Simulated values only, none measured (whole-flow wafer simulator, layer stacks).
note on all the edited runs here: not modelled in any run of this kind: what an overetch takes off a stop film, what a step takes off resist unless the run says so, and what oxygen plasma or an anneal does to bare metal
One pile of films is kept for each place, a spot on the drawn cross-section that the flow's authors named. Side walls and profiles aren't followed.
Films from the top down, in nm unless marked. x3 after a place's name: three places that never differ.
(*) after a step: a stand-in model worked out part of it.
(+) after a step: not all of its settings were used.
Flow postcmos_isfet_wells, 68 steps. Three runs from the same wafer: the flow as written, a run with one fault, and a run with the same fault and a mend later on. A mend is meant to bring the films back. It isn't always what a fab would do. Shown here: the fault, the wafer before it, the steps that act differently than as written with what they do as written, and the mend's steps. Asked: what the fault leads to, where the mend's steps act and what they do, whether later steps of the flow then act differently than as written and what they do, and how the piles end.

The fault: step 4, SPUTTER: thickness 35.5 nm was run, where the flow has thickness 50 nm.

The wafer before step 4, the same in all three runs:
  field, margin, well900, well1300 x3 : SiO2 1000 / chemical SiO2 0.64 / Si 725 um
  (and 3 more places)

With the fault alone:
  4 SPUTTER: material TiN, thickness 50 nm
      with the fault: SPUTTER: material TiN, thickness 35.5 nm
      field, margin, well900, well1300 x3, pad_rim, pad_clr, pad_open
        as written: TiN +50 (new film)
        with the fault: TiN +35.5 (new film)
  Later steps of the flow that act differently than as written:
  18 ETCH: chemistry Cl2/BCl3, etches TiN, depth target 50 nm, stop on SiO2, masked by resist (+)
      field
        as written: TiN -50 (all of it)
        with the fault: TiN -35.5 (all of it)
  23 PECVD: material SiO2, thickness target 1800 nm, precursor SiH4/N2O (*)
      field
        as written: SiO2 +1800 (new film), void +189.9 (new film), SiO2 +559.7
        with the fault: SiO2 +1800 (new film), void +179 (new film), SiO2 +556.1
  At the end the piles differ from the flow's by more than 2% or 0.5 nm, whichever is larger, at field, margin, well900, well1300 x3, pad_rim, pad_clr, pad_open.
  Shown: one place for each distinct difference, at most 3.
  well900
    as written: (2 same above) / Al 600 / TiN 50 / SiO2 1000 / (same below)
    with the fault: (2 same above) / Al 600 / TiN 35.5 / SiO2 1000 / (same below)
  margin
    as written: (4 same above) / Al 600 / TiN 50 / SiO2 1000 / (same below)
    with the fault: (4 same above) / Al 600 / TiN 35.5 / SiO2 1000 / (same below)
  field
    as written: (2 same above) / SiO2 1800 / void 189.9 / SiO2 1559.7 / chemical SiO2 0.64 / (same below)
    with the fault: (2 same above) / SiO2 1800 / void 179 / SiO2 1556.1 / chemical SiO2 0.64 / (same below)

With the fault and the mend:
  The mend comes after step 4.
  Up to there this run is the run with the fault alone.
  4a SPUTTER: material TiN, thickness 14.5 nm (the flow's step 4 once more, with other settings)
      field, margin, well900, well1300 x3, pad_rim, pad_clr, pad_open
        TiN +14.5
  No later step of the flow acts differently than as written at any place that is followed.
  At the end the piles are the same as the flow's at every place that both follow.
